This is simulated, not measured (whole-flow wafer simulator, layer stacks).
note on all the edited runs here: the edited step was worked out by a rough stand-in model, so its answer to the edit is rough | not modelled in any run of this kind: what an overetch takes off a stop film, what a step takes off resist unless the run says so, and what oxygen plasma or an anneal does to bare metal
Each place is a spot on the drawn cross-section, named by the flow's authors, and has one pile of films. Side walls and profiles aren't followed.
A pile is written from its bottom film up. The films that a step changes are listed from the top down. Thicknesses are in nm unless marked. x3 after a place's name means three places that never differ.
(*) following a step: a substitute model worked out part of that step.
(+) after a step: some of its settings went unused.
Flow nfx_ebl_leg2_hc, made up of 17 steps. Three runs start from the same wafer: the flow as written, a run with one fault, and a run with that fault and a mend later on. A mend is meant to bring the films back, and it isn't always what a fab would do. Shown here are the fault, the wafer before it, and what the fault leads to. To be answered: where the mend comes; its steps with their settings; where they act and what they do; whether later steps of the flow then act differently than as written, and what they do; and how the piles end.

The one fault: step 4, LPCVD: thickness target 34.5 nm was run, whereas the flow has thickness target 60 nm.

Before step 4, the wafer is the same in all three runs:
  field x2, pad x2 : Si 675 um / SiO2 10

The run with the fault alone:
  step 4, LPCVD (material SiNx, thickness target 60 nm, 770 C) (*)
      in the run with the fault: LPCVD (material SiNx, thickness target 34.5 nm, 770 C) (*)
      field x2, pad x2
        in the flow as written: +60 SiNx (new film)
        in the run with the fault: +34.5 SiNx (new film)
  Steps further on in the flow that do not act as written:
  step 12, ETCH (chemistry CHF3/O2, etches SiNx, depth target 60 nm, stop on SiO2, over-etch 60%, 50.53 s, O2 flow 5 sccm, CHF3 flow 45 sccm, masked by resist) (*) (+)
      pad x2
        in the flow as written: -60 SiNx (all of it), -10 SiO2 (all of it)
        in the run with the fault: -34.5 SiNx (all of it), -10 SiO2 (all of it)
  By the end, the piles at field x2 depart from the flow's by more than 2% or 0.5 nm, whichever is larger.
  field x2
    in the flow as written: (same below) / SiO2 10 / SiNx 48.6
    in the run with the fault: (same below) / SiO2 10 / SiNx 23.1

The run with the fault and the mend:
  The mend stands after step 5.
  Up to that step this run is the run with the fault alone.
  step 5a, LPCVD (material SiNx, thickness target 25.5 nm, 770 C) (*) (a further turn of the flow's step 4, with different settings)
      field x2, pad x2
        +25.5 SiNx
  None of the later steps of the flow acts differently than as written at any place that is followed.
  By the end, the piles equal the flow's at every place that both follow.
